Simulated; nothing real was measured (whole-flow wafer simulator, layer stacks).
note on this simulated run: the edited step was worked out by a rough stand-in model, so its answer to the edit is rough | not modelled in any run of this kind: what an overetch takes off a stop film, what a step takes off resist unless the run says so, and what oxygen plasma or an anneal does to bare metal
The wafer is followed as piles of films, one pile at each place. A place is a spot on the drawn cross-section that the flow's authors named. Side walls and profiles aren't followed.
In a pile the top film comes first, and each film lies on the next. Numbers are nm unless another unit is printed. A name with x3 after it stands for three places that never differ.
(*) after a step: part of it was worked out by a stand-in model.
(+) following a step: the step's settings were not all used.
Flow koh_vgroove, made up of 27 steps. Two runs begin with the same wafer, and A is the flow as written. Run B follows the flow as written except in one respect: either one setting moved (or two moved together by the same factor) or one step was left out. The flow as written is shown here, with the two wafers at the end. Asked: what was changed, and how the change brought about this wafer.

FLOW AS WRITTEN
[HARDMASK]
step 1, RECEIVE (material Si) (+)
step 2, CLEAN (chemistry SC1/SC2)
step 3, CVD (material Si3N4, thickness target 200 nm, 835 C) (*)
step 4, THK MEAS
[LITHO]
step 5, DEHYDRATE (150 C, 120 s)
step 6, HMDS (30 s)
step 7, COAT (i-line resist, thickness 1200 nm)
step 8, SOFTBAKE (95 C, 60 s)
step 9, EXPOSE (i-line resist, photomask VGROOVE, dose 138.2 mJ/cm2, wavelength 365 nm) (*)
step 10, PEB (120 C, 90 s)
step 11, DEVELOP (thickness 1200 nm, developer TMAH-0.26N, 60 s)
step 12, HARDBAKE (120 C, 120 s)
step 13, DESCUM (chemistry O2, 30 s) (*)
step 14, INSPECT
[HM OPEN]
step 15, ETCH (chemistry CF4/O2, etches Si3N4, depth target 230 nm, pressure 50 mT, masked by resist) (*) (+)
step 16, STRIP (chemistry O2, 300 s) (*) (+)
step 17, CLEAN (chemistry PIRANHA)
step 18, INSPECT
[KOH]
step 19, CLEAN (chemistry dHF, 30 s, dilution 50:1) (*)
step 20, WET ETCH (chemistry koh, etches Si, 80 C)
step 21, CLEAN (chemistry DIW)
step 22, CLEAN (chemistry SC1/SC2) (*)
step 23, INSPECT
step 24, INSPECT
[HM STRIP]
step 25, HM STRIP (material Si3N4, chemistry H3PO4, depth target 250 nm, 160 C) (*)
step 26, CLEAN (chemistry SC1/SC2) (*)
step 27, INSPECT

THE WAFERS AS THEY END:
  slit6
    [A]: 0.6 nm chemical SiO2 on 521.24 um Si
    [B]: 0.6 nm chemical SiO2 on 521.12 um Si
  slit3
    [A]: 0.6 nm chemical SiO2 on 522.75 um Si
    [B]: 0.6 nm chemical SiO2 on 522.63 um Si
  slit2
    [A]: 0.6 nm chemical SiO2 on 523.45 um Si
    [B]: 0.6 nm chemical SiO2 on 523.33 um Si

The reason: step 15, ETCH: depth target 351 nm was run, whereas the flow has depth target 230 nm.

The path from the change to this, step by step:
  step 15, ETCH (chemistry CF4/O2, etches Si3N4, depth target 230 nm, pressure 50 mT, masked by resist) (*) (+)
      slit3, slit2, slit6, slit20: A -200 Si3N4 (all of it), -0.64 chemical SiO2 (all of it), -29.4 Si | B -200 Si3N4 (all of it), -0.64 chemical SiO2 (all of it), -150.4 Si
      field: A -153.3 i-line resist | B -234 i-line resist
  step 16, STRIP (chemistry O2, 300 s) (*) (+)
      field: A -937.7 i-line resist (all of it) | B -857 i-line resist (all of it)
